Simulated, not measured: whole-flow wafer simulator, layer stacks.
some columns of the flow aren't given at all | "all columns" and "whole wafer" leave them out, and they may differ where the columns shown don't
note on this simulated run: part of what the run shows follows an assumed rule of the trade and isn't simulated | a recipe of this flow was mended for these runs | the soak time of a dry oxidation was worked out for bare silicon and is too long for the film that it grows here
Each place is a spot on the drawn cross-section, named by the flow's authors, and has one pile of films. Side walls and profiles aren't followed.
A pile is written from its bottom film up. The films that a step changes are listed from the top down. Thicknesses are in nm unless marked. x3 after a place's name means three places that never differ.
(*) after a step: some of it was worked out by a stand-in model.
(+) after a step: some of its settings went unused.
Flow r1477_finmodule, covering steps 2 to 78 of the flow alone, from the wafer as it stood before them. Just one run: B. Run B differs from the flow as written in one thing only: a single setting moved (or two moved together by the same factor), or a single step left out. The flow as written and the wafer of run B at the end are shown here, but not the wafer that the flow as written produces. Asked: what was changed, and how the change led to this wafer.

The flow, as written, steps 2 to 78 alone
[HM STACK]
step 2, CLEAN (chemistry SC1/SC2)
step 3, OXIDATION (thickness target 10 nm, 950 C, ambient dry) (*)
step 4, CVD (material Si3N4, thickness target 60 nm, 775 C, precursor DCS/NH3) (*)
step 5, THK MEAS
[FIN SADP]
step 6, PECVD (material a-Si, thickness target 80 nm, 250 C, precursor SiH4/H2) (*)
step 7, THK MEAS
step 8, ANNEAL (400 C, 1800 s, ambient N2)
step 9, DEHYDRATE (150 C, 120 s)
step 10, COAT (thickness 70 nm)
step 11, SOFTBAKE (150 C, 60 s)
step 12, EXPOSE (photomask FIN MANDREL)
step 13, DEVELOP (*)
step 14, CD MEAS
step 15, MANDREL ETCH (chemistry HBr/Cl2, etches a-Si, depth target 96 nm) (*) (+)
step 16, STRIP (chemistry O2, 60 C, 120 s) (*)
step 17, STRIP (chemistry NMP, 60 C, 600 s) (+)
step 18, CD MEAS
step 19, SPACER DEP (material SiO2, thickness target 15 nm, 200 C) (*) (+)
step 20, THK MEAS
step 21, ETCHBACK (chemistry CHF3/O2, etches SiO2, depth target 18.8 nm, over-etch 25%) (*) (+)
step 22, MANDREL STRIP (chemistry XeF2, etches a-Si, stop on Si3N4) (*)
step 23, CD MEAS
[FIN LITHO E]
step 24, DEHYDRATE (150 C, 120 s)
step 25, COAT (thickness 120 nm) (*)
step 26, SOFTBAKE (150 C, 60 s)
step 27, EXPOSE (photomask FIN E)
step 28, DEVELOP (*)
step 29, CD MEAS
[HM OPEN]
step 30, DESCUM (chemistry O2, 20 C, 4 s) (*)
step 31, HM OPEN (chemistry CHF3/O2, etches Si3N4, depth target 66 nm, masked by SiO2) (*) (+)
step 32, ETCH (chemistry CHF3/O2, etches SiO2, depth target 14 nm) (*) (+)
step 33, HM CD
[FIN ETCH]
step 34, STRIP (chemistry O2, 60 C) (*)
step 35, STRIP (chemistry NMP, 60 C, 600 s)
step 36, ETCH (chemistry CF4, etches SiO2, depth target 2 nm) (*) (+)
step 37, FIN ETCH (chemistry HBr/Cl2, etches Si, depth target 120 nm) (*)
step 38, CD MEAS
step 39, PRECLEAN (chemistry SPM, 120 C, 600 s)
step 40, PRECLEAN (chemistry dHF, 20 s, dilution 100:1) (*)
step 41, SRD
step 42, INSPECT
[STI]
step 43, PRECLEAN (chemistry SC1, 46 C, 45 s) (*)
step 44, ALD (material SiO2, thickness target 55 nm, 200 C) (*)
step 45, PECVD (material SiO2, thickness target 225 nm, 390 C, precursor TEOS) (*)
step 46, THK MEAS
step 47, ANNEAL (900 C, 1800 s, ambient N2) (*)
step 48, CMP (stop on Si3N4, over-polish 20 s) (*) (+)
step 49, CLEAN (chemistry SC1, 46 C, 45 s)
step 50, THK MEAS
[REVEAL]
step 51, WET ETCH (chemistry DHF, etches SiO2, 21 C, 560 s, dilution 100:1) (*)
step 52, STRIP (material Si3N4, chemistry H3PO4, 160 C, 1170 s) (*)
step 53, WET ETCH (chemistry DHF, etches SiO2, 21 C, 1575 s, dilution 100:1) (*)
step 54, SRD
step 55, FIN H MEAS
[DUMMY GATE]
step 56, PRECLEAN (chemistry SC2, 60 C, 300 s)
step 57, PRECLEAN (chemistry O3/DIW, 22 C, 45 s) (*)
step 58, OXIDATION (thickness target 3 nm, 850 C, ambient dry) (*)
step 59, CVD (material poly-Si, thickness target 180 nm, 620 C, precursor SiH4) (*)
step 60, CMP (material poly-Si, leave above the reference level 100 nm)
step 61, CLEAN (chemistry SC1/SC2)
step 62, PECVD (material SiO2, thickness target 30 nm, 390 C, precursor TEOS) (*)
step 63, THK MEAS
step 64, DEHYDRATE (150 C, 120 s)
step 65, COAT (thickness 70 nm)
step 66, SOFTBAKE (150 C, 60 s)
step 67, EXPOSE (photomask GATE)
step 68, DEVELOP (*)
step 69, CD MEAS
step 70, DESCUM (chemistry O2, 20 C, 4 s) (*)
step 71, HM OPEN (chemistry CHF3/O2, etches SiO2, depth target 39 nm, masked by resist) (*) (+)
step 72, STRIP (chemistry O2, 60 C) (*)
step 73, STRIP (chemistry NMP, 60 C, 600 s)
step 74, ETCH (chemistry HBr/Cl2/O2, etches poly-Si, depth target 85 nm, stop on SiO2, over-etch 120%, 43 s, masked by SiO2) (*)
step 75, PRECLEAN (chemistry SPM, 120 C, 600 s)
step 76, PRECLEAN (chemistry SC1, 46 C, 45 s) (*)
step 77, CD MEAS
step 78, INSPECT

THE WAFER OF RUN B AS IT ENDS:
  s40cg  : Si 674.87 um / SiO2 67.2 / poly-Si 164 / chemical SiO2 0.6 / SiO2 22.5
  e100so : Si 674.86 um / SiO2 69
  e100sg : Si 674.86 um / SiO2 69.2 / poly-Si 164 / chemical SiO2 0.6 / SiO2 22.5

What caused this: step 4, CVD: thickness target 42 nm was run, while the flow as written has thickness target 60 nm.

How this came from the change, step by step:
  step 4, CVD (material Si3N4, thickness target 60 nm, 775 C, precursor DCS/NH3) (*)
      pad, padg, elg and 33 more: +42 Si3N4 (new film) (as written it would have been: +60 Si3N4 (new film))
  step 31, HM OPEN (chemistry CHF3/O2, etches Si3N4, depth target 66 nm, masked by SiO2) (*) (+)
      pad, padg, esg and 13 more: -36.1 Si3N4 (all of it), -10 SiO2 (all of it), -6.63 Si (as written it would have been: -54.1 Si3N4 (all of it), -5.95 SiO2)
      s40cg, s45cg, s50cg, s40co, s45co, s50co: -42 Si3N4 (all of it), -10 SiO2 (all of it), -4.67 Si (as written it would have been: -60 Si3N4 (all of it), -3 SiO2)
  step 32, ETCH (chemistry CHF3/O2, etches SiO2, depth target 14 nm) (*) (+)
      pad, padg: -2.8 Si (as written it would have been: -4.05 SiO2 (all of it), -1.99 Si)
      esg, eso: -2.34 Si (as written it would have been: -4.05 SiO2 (all of it), -1.99 Si)
      (also at 18 further places)
  step 44, ALD (material SiO2, thickness target 55 nm, 200 C) (*)
      s40sg, s45sg, s50sg, s40so, s45so, s50so: +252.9 SiO2 (new film) (as written it would have been: +263.8 SiO2 (new film))
      s40cg, s45cg, s40co, s45co: +250.9 SiO2 (new film) (as written it would have been: +263.2 SiO2 (new film))
      (also at 10 further places)
  step 48, CMP (stop on Si3N4, over-polish 20 s) (*) (+)
      pad, padg: -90 SiO2 (as written it would have been: -79.4 SiO2)
  step 52, STRIP (material Si3N4, chemistry H3PO4, 160 C, 1170 s) (*)
      elg, e40lg, e100lg, e200lg, elo, e40lo, e100lo, e200lo: -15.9 Si3N4 (all of it), -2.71 SiO2 (as written it would have been: -33.9 Si3N4 (all of it), -2.15 SiO2)
      s40sg_line, s45sg_line, s50sg_line, s40so_line, s45so_line, s50so_line: -37.1 Si3N4 (all of it), -2.05 SiO2 (as written it would have been: -55.1 Si3N4 (all of it), -1.49 SiO2)
  step 53, WET ETCH (chemistry DHF, etches SiO2, 21 C, 1575 s, dilution 100:1) (*)
      elg, e40lg, e100lg, e200lg, elo, e40lo, e100lo, e200lo: -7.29 SiO2 (all of it) (as written it would have been: -7.85 SiO2 (all of it))
      s40sg_line, s45sg_line, s50sg_line, s40so_line, s45so_line, s50so_line: -7.95 SiO2 (all of it) (as written it would have been: -8.51 SiO2 (all of it))
  step 59, CVD (material poly-Si, thickness target 180 nm, 620 C, precursor SiH4) (*)
      esg, e40sg, e100sg and 15 more: +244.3 poly-Si (new film) (as written it would have been: +226.3 poly-Si (new film))
      e200sg, e200so: +244.3 poly-Si (new film) (as written it would have been: +219.2 poly-Si (new film))
  step 60, CMP (material poly-Si, leave above the reference level 100 nm)
      pad, padg: -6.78 poly-Si (as written it would have been: -24.8 poly-Si)
      e200sg, e200so: -80 poly-Si (as written it would have been: -72.9 poly-Si)
  step 74, ETCH (chemistry HBr/Cl2/O2, etches poly-Si, depth target 85 nm, stop on SiO2, over-etch 120%, 43 s, masked by SiO2) (*)
      eso, e40so, e100so and 7 more: -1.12 chemical SiO2 (all of it), -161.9 poly-Si (all of it), -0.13 SiO2 (as written it would have been: -1.12 chemical SiO2 (all of it), -143.9 poly-Si (all of it), -0.22 SiO2)
      pad: -1.12 chemical SiO2 (all of it), -170.8 poly-Si (all of it), -0.08 SiO2 (as written it would have been: -1.12 chemical SiO2 (all of it), -152.8 poly-Si (all of it), -0.17 SiO2)
